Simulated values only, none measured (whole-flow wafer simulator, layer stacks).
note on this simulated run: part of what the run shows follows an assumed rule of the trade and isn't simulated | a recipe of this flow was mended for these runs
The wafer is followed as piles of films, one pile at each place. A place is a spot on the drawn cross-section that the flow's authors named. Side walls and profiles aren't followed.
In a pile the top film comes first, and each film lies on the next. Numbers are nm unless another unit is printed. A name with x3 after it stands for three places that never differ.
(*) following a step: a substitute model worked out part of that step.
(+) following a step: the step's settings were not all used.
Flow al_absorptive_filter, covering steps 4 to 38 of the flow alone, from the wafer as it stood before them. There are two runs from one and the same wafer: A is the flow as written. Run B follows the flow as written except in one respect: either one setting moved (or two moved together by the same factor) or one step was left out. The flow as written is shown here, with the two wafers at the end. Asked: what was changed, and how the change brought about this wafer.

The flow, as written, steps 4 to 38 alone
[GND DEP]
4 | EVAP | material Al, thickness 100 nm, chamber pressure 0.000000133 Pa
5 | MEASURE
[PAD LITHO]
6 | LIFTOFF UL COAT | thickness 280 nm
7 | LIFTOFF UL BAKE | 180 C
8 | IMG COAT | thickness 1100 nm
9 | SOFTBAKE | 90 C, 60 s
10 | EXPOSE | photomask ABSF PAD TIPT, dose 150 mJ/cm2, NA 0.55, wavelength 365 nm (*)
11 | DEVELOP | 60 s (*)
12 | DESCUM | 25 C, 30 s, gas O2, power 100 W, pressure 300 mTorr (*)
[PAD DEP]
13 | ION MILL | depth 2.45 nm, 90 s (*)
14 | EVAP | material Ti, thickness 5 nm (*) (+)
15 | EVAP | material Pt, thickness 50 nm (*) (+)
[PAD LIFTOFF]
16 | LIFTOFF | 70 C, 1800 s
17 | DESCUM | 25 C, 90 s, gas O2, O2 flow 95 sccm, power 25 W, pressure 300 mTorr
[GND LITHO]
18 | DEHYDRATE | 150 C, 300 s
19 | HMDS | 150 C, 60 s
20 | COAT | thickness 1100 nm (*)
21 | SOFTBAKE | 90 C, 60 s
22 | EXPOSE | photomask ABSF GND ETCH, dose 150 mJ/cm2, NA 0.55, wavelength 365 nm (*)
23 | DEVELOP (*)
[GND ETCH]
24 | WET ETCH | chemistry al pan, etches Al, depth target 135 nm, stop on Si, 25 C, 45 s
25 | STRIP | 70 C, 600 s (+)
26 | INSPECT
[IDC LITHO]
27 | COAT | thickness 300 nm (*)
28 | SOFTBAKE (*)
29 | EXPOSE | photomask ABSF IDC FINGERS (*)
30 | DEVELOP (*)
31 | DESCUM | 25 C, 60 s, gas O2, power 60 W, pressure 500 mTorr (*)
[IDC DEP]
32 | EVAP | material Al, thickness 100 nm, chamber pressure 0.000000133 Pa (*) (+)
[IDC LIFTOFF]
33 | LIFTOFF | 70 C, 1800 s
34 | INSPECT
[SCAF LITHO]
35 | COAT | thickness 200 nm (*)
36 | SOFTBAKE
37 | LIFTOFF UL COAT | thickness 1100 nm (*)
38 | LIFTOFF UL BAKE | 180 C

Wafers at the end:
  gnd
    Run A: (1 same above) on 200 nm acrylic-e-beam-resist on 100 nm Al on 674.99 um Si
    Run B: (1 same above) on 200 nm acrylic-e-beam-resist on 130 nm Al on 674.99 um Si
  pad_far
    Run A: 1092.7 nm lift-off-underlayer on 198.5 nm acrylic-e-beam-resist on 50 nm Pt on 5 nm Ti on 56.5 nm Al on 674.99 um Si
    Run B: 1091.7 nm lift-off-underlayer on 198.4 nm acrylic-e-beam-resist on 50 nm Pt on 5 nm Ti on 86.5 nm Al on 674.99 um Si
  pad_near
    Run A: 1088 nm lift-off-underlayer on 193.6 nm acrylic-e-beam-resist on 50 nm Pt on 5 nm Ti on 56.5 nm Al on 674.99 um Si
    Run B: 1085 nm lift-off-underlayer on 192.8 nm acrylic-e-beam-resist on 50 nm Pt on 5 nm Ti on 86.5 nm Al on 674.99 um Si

The reason: step 4, EVAP: thickness 130 nm was run, though the flow has thickness 100 nm.
The wafer lets one read it off: gnd has Al 130, and step 4 as written asks for 100 nm.

The path from the change to this, step by step:
  4 | EVAP | material Al, thickness 100 nm, chamber pressure 0.000000133 Pa
      gnd, pad_far, pad_near and 11 more: A Al gains 100 (new film) | B Al gains 130 (new film)
  24 | WET ETCH | chemistry al pan, etches Al, depth target 135 nm, stop on Si, 25 C, 45 s
      res, xl_gap, idc_field, idc_line, idc_space: A Al loses 86.7 (all of it) | B Al loses 116.7 (all of it)
  27 | COAT | thickness 300 nm (*)
      ledge: A e-beam-resist gains 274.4 (new film) | B e-beam-resist gains 265.6 (new film)
      res: A e-beam-resist gains 349.6 (new film) | B e-beam-resist gains 363.5 (new film)
      (as well as at 1 more place)
  33 | LIFTOFF | 70 C, 1800 s
      ledge: A Al loses 100 (all of it), e-beam-resist loses 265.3 (all of it) | B Al loses 100 (all of it), e-beam-resist loses 256.6 (all of it)
      res: A Al loses 100 (all of it), e-beam-resist loses 340.6 (all of it) | B Al loses 100 (all of it), e-beam-resist loses 354.5 (all of it)
      (as well as at 1 more place)
  35 | COAT | thickness 200 nm (*)
      ledge: A acrylic-e-beam-resist gains 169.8 (new film) | B acrylic-e-beam-resist gains 160.2 (new film)
      res: A acrylic-e-beam-resist gains 231.4 (new film) | B acrylic-e-beam-resist gains 239.3 (new film)
      (as well as at 2 more places)
